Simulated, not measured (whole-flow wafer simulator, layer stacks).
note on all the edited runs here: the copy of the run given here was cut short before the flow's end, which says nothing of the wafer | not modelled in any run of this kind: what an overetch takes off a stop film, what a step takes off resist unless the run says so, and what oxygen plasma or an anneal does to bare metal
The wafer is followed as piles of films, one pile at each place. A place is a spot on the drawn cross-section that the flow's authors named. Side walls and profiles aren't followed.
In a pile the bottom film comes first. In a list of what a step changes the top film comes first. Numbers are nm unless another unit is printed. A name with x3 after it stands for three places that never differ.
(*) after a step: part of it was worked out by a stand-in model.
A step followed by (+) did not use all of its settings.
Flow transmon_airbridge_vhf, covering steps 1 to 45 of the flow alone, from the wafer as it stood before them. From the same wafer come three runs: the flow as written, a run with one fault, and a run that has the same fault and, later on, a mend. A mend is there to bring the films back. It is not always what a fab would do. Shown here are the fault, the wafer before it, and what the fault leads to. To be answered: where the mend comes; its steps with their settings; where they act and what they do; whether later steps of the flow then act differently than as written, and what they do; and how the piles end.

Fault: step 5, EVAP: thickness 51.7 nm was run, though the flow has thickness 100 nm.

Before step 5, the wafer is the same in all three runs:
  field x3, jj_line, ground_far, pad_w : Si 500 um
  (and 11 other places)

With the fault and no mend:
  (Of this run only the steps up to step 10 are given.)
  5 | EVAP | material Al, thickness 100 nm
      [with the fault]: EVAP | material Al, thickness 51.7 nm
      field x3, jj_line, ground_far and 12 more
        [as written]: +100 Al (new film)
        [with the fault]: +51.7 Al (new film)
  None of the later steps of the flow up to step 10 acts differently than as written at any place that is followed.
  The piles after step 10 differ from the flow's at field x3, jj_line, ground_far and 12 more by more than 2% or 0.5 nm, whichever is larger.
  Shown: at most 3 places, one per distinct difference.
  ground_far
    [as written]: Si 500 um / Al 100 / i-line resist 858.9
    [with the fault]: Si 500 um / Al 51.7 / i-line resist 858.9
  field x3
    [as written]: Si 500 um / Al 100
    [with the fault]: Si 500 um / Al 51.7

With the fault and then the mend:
  The mend stands after step 10.
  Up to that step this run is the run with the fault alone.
  10a | STRIP | i-line resist, 80 C, 600 s (+)
      ground_far, pad_w, flank_w and 8 more
        -858.9 i-line resist (all of it)
  10b | EVAP | material Al, thickness 48.3 nm (a further turn of the flow's step 5, with different settings)
      field x3, jj_line, ground_far and 12 more
        +48.3 Al
  10c | COAT | i-line resist, thickness 900 nm (a further turn of the flow's step 6)
      field x3, jj_line, ground_far and 12 more
        +900 i-line resist (new film)
  10d | SOFTBAKE | i-line resist, 90 C, 90 s (a further turn of the flow's step 7)
      does not change any film at any place that is followed
  10e | EXPOSE | i-line resist, thickness 900 nm, photomask AB CPW, dose 155.4 mJ/cm2, NA 0.45, wavelength 365 nm (*) (a further turn of the flow's step 8)
      does not change any film at any place that is followed
  10f | PEB | i-line resist, 110 C, 60 s (a further turn of the flow's step 9)
      field x3, jj_line, ground_far and 12 more
        -41 i-line resist
  10g | DEVELOP | i-line resist, thickness 900 nm, developer developer-B, 60 s (a further turn of the flow's step 10)
      ground_far, pad_w, flank_w and 8 more
        -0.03 i-line resist
      field x3, jj_line, gap_w, gap_e
        -859 i-line resist (all of it)
  None of the later steps of the flow acts differently than as written at any place that is followed.
  The piles end the same as the flow's at every place that both follow.
